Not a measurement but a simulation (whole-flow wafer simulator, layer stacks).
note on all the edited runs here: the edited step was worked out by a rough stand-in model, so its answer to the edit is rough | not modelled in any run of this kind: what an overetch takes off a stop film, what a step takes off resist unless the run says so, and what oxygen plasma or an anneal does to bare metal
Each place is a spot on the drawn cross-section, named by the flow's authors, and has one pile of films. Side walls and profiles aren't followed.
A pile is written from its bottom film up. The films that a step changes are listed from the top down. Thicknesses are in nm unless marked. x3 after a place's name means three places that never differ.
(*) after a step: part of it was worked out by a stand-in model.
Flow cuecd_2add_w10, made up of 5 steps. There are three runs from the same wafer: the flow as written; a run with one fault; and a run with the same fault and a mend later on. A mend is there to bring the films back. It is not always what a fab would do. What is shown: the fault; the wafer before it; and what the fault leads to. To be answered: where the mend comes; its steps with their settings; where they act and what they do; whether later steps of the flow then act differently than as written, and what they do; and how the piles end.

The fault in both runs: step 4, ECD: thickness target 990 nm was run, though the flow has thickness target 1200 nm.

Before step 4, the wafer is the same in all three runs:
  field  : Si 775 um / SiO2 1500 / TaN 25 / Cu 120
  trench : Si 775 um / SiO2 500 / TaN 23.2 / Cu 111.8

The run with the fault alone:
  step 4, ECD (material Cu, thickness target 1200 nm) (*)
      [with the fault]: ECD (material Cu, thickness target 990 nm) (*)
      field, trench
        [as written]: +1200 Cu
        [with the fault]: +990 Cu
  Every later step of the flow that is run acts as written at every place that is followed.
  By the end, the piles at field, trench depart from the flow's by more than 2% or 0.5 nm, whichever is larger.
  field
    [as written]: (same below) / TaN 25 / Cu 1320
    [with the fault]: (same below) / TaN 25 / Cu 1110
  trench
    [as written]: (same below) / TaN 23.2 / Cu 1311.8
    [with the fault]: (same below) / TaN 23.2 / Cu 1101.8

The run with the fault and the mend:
  The mend stands after step 5.
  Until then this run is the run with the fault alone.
  step 5a, ECD (material Cu, thickness target 210 nm) (*) (the flow's step 4, run once more with other settings)
      field, trench
        +210 Cu
  Every later step of the flow that is run acts as written at every place that is followed.
  The piles end the same as the flow's at every place that both follow.
